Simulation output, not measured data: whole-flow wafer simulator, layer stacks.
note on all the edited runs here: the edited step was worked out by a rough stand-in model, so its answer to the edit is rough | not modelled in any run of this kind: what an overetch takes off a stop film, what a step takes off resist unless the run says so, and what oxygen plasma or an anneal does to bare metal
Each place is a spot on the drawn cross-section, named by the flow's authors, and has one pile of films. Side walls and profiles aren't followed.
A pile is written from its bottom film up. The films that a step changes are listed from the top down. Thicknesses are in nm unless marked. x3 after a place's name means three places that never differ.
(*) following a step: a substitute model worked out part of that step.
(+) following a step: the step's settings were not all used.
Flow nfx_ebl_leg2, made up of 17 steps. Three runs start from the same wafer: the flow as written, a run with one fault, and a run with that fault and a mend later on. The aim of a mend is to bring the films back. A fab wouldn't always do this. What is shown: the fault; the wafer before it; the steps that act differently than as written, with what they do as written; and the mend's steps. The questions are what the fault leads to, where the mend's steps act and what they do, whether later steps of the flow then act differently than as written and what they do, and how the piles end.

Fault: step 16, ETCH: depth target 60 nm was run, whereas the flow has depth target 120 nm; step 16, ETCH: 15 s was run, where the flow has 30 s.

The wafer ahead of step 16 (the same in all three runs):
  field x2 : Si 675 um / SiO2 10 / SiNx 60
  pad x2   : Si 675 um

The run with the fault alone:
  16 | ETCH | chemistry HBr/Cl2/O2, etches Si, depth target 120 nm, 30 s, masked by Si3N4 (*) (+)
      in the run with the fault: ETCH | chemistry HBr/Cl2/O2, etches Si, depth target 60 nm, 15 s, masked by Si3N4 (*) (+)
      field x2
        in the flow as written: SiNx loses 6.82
        in the run with the fault: SiNx loses 3.41
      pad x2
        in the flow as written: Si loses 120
        in the run with the fault: Si loses 60
  Every later step of the flow that is run acts as written at every place that is followed.
  By the end, the piles at field x2 depart from the flow's by more than 2% or 0.5 nm, whichever is larger.
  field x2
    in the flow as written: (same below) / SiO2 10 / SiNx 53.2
    in the run with the fault: (same below) / SiO2 10 / SiNx 56.6

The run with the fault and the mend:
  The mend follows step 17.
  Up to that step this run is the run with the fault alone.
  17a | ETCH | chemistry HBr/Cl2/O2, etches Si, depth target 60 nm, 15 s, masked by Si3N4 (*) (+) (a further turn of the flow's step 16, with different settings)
      field x2
        SiNx loses 3.41
      pad x2
        Si loses 60
  Every later step of the flow that is run acts as written at every place that is followed.
  The piles end the same as the flow's at every place that both follow.
